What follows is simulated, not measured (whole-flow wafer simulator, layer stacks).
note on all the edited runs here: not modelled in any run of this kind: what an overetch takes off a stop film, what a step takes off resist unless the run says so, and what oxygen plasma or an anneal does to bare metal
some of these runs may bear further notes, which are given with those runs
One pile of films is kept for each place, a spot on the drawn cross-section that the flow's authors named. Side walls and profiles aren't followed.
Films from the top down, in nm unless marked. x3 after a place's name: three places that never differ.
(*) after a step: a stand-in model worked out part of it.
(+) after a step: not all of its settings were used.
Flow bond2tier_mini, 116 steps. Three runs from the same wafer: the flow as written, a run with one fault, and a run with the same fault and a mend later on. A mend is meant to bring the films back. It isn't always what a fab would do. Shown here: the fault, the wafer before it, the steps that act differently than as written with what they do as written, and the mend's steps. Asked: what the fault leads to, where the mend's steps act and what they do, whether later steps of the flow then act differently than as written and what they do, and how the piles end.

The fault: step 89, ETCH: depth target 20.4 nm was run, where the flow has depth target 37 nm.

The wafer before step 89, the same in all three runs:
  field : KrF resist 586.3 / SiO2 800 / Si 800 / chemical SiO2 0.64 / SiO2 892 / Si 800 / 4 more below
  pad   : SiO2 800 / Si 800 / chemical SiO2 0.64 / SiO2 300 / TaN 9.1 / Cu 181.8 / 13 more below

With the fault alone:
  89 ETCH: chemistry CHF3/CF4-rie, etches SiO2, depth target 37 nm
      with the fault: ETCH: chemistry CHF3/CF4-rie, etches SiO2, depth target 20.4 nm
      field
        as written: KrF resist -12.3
        with the fault: KrF resist -6.8
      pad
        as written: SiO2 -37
        with the fault: SiO2 -20.4
  Later steps of the flow that act differently than as written (4 more steps differ only slightly, by at most 2% or 0.5 nm, whichever is larger, and aren't shown):
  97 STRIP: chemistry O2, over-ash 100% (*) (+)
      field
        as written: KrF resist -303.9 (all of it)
        with the fault: KrF resist -310.9 (all of it)
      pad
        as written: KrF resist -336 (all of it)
        with the fault: KrF resist -328.6 (all of it)
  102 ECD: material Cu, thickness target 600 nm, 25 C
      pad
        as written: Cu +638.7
        with the fault: Cu +621.3
  At the end the piles differ from the flow's by more than 2% or 0.5 nm, whichever is larger, at pad.
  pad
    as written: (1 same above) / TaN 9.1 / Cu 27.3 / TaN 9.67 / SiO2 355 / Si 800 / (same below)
    with the fault: (1 same above) / TaN 9.1 / Cu 10.6 / TaN 9.82 / SiO2 371.6 / Si 800 / (same below)

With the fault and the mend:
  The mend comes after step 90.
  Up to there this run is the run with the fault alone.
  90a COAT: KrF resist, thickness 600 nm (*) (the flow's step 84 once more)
      field
        KrF resist +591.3 (new film)
      pad
        KrF resist +609 (new film)
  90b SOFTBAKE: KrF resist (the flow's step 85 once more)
      changes no film at any place that is followed
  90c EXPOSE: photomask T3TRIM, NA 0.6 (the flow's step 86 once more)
      changes no film at any place that is followed
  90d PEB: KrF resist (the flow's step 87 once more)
      changes no film at any place that is followed
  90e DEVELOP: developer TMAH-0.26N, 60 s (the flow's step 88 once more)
      field
        KrF resist -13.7
      pad
        KrF resist -609 (all of it)
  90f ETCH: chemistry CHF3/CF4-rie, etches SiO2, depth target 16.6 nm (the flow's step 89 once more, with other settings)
      field
        KrF resist -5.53
      pad
        SiO2 -16.6
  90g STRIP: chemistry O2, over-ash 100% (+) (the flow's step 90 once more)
      field
        KrF resist -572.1 (all of it)
  No later step of the flow acts differently than as written at any place that is followed.
  At the end the piles are the same as the flow's at every place that both follow.
